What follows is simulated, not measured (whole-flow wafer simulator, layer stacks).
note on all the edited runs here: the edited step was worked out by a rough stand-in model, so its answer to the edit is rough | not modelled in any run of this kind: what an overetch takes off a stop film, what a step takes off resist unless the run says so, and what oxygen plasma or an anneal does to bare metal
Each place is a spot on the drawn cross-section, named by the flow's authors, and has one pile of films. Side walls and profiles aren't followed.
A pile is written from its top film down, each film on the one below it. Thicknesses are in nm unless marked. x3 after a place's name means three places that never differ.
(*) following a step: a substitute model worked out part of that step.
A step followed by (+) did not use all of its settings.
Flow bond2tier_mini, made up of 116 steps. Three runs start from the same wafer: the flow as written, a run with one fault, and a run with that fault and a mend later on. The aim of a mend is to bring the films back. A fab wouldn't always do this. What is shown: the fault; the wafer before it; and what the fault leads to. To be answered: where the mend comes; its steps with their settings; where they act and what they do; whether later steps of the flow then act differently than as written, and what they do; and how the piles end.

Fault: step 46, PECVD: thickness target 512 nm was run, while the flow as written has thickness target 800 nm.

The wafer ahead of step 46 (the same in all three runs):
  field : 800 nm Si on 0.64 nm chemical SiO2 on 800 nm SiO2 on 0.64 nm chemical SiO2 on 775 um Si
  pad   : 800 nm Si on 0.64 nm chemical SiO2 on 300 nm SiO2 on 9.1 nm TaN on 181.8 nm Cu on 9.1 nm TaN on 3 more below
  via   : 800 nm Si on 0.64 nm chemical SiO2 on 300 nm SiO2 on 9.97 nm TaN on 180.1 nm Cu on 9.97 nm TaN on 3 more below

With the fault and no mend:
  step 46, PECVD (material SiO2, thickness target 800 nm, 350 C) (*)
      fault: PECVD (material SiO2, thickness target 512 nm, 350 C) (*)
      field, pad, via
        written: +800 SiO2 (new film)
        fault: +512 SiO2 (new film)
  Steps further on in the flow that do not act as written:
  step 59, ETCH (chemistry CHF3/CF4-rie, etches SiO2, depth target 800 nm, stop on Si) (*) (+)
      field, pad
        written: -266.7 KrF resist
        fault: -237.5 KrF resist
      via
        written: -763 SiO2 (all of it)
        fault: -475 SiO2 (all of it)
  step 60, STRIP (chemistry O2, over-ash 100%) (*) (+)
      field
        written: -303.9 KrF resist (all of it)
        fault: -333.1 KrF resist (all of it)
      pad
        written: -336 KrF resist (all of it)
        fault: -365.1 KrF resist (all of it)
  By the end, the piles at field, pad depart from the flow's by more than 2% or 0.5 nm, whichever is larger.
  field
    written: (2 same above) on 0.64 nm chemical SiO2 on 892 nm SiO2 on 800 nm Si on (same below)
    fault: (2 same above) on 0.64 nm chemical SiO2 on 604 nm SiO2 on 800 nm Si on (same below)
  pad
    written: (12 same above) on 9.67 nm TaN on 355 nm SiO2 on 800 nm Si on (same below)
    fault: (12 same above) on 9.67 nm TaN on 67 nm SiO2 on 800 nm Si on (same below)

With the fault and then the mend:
  The mend follows step 46.
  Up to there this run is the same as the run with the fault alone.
  step 46a, PECVD (material SiO2, thickness target 288 nm, 350 C) (*) (the flow's step 46, run once more with other settings)
      field, pad, via
        +288 SiO2
  Every later step of the flow that is run acts as written at every place that is followed.
  The piles end the same as the flow's at every place that both follow.
